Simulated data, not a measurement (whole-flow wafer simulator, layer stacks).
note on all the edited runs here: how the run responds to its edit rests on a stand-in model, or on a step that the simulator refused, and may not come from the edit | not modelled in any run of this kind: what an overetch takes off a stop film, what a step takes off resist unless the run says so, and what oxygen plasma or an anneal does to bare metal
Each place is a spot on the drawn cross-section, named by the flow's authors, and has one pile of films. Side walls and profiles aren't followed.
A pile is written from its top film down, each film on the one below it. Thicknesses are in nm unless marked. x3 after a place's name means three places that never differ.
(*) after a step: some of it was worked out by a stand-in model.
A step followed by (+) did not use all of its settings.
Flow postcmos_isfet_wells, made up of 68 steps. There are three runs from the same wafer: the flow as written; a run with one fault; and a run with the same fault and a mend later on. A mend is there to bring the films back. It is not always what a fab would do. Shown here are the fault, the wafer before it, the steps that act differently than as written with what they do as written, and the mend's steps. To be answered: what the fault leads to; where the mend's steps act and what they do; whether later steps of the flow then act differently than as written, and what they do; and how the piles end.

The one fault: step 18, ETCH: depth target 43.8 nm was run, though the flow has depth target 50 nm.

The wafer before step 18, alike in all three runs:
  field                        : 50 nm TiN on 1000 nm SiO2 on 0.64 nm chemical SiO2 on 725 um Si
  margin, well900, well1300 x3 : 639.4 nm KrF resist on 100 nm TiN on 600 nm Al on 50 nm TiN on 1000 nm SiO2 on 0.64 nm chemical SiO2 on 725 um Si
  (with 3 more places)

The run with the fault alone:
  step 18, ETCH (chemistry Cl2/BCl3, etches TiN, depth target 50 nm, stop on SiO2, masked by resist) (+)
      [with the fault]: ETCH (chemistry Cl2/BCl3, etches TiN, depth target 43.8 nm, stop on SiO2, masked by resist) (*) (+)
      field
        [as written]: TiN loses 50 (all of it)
        [with the fault]: TiN loses 43.8
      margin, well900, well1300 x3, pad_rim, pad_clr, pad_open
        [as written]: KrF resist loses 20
        [with the fault]: KrF resist loses 17.5
  Later steps of the flow acting differently than as written (2 other steps are not shown; they differ only slightly, by no more than 2% or 0.5 nm, whichever is larger):
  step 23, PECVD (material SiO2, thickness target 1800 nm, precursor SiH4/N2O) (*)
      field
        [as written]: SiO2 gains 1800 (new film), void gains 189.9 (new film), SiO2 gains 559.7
        [with the fault]: SiO2 gains 1800 (new film), void gains 185.5 (new film), SiO2 gains 558.3 (new film)
  The piles end different from the flow's at field by more than 2% or 0.5 nm, whichever is larger.
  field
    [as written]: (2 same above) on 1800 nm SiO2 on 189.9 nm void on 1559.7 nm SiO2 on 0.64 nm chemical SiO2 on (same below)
    [with the fault]: (2 same above) on 1800 nm SiO2 on 185.5 nm void on 558.3 nm SiO2 on 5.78 nm TiN on 1000 nm SiO2 on 0.64 nm chemical SiO2 on (same below)

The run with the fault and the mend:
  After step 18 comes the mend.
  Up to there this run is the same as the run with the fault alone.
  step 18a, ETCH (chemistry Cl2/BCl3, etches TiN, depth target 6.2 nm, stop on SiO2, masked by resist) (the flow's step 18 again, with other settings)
      margin, well900, well1300 x3, pad_rim, pad_clr, pad_open
        KrF resist loses 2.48
      field
        TiN loses 6.2 (all of it)
  Later steps of the flow that are run all act as written at every place that is followed.
  By the end, the piles equal the flow's at every place that both follow.
